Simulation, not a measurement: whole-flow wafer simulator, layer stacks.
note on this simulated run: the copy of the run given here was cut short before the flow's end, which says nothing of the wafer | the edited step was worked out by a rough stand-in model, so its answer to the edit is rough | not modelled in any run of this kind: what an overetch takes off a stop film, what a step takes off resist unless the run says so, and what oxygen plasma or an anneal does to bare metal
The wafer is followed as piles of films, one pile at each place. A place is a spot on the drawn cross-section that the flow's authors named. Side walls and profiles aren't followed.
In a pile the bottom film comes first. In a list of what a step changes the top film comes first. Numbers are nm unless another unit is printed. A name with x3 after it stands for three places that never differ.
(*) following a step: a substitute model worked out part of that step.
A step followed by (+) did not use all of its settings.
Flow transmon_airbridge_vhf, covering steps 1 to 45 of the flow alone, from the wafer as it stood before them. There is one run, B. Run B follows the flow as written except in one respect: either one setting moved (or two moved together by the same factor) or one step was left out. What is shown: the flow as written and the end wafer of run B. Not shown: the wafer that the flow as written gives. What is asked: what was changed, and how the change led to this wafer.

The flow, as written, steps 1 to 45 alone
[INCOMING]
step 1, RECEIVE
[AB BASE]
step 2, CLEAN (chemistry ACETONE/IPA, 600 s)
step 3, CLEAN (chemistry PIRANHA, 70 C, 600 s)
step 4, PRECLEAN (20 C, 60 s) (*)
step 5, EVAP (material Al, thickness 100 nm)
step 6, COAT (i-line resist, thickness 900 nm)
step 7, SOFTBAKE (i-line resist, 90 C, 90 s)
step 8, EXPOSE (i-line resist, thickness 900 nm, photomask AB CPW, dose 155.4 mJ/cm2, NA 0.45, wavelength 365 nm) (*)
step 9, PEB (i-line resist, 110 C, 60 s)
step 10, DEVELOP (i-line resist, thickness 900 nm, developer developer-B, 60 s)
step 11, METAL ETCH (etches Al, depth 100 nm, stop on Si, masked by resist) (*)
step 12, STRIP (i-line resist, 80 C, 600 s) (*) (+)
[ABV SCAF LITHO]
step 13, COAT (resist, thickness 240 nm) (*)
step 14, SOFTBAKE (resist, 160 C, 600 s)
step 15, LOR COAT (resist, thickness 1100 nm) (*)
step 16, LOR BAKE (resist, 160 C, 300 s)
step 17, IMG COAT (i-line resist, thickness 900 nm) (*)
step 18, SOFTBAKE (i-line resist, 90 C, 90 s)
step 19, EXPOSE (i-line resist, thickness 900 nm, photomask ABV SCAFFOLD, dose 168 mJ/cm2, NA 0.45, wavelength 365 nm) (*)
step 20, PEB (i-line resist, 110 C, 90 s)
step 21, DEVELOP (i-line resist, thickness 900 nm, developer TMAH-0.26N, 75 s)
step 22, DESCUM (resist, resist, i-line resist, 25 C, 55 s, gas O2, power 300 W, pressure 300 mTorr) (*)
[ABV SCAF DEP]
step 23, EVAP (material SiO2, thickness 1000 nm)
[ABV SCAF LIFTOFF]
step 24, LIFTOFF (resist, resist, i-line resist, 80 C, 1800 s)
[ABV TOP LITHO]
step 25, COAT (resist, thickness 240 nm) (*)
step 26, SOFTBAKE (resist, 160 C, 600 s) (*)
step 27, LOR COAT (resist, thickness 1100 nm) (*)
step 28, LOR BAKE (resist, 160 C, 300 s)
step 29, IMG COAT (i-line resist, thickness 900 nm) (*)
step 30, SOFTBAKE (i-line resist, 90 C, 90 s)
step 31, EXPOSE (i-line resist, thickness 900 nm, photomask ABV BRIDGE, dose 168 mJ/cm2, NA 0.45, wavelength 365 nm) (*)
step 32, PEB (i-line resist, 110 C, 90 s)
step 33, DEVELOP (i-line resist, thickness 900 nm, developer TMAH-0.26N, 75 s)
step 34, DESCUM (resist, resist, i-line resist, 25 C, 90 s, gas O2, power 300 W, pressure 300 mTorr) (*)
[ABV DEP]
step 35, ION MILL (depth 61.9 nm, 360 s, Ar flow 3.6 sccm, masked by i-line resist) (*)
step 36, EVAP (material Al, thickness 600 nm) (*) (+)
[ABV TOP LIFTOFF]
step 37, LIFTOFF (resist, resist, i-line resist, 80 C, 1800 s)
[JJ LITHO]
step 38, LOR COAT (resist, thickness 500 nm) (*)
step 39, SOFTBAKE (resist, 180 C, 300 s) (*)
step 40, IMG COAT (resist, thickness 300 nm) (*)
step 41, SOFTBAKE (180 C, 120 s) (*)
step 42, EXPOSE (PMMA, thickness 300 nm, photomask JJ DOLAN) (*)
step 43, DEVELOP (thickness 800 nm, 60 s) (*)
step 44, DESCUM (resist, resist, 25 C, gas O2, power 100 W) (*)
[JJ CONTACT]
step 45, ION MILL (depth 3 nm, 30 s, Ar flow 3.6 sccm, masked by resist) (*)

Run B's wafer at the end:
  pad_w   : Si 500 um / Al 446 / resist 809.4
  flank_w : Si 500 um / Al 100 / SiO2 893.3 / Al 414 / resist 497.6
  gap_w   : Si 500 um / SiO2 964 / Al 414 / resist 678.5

The reason: step 36, EVAP: thickness 414 nm was run, whereas the flow has thickness 600 nm.
The wafer itself shows it: flank_w has Al 414, and step 36 as written asks for 600 nm.

How this came from the change, step by step:
  step 36, EVAP (material Al, thickness 600 nm) (*) (+)
      field x3, jj_line, ground_far and 10 more: Al gains 414 (new film) (as written it would have been: Al gains 600 (new film))
      pad_w, pad_e: Al gains 407.9 (as written it would have been: Al gains 591.2)
  step 37, LIFTOFF (resist, resist, i-line resist, 80 C, 1800 s)
      field x3, jj_line, trace_open_s x2: Al loses 414 (all of it), i-line resist loses 600 (all of it), resist loses 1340 (all of it) (as written it would have been: Al loses 600 (all of it), i-line resist loses 600 (all of it), resist loses 1340 (all of it))
      margin_s, margin_n: Al loses 414 (all of it), i-line resist loses 318.3 (all of it), resist loses 992 (all of it) (as written it would have been: Al loses 600 (all of it), i-line resist loses 318.3 (all of it), resist loses 992 (all of it))
      (and at 1 other place as well)
  step 38, LOR COAT (resist, thickness 500 nm) (*)
      pad_w, pad_e: resist gains 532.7 (new film) (as written it would have been: resist gains 517 (new film))
      margin_s, margin_n: resist gains 429 (new film) (as written it would have been: resist gains 445.3 (new film))
      (and at 1 other place as well)
  step 40, IMG COAT (resist, thickness 300 nm) (*)
      pad_w, pad_e: resist gains 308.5 (as written it would have been: resist gains 300.1)
      flank_w, flank_e: resist gains 218.4 (as written it would have been: resist gains 212.1)
      (and at 4 other places as well)
